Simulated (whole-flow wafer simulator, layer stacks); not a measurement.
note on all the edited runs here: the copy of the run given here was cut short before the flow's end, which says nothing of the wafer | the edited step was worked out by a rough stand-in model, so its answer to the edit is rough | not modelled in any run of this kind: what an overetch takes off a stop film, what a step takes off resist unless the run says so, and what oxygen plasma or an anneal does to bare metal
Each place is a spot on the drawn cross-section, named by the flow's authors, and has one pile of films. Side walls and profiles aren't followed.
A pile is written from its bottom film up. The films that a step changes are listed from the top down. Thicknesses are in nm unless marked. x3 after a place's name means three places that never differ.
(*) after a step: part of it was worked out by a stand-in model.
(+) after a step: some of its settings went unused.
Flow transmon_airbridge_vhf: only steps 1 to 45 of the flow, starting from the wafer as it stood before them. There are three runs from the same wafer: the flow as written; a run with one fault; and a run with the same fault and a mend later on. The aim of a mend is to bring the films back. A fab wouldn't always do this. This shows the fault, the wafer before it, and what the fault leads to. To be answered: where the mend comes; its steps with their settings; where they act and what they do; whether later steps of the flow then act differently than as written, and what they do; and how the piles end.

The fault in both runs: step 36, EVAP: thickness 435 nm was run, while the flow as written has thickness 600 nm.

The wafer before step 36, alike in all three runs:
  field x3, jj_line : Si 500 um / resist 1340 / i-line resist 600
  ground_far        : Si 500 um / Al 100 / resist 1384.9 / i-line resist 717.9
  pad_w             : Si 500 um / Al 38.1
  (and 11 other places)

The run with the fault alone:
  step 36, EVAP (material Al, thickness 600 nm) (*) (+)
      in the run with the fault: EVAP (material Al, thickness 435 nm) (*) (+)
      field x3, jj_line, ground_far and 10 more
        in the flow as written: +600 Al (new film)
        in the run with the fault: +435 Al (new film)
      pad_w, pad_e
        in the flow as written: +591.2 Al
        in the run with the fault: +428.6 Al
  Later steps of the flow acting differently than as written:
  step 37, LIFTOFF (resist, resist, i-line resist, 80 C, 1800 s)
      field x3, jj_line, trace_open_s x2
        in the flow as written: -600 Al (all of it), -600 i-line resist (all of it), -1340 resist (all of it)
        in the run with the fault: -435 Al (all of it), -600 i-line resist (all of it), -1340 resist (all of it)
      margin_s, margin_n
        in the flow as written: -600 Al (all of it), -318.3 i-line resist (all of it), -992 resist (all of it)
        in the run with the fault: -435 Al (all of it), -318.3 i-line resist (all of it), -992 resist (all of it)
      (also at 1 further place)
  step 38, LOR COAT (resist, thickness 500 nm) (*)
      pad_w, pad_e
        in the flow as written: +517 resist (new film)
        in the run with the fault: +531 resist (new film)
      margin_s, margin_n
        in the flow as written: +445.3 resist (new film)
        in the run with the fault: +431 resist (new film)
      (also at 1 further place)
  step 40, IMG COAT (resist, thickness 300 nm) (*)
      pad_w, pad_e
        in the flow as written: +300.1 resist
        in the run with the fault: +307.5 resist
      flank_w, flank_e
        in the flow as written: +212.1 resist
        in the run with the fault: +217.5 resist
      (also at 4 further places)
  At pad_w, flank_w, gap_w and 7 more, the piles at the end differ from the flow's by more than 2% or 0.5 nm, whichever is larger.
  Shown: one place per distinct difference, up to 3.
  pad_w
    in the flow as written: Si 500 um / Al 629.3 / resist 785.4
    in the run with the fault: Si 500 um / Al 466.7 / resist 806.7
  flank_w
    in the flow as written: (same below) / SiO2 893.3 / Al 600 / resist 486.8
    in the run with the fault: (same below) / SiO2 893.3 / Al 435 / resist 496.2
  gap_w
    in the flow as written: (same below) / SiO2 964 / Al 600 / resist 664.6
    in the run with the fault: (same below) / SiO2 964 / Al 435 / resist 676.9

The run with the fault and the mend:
  The mend stands after step 36.
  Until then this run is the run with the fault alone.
  step 36a, EVAP (material Al, thickness 165 nm) (*) (+) (a further turn of the flow's step 36, with different settings)
      field x3, jj_line, ground_far and 10 more
        +165 Al
      pad_w, pad_e
        +162.6 Al
  Every later step of the flow that is run acts as written, at every place that is followed, to within 2% or 0.5 nm, whichever is larger.
  The piles end only slightly different from the flow's at the places that both follow, by no more than 2% or 0.5 nm, whichever is larger.
